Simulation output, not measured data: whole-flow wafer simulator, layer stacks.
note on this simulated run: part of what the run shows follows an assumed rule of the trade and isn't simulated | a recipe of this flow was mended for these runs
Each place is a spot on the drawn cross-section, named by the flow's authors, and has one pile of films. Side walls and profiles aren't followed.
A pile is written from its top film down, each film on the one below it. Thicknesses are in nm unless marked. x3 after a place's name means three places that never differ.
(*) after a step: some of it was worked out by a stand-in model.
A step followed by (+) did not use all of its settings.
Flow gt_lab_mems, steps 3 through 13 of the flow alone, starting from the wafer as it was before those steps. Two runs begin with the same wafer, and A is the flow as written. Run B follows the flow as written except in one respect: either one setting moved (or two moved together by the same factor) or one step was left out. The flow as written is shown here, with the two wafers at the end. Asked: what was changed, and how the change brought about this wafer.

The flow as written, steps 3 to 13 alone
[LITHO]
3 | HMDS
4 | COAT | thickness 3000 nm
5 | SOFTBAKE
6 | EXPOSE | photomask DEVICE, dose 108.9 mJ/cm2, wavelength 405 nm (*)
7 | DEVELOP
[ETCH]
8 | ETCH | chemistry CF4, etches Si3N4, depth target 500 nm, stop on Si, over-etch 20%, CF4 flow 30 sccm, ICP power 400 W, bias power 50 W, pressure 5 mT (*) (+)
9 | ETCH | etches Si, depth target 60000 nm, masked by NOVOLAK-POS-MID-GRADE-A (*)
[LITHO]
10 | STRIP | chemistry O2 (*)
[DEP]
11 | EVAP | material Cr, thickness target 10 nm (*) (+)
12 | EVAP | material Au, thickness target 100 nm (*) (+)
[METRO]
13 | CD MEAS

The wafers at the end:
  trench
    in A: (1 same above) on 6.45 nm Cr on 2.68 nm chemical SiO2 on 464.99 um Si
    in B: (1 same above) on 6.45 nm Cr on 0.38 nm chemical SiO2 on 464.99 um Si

Cause: step 4, COAT: thickness 1650 nm was run, while the flow as written has thickness 3000 nm.

The path from the change to this, step by step:
  4 | COAT | thickness 3000 nm
      field, trench: A g/i-line-resist gains 3000 (new film) | B g/i-line-resist gains 1650 (new film)
  7 | DEVELOP
      trench: A g/i-line-resist loses 3000 (all of it) | B g/i-line-resist loses 1650 (all of it)
  10 | STRIP | chemistry O2 (*)
      field: A g/i-line-resist loses 1352 (all of it) | B g/i-line-resist loses 1.97 (all of it)
      trench: A chemical SiO2 gains 2.68 (new film), Si loses 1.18 | B chemical SiO2 gains 0.38 (new film), Si loses 0.17
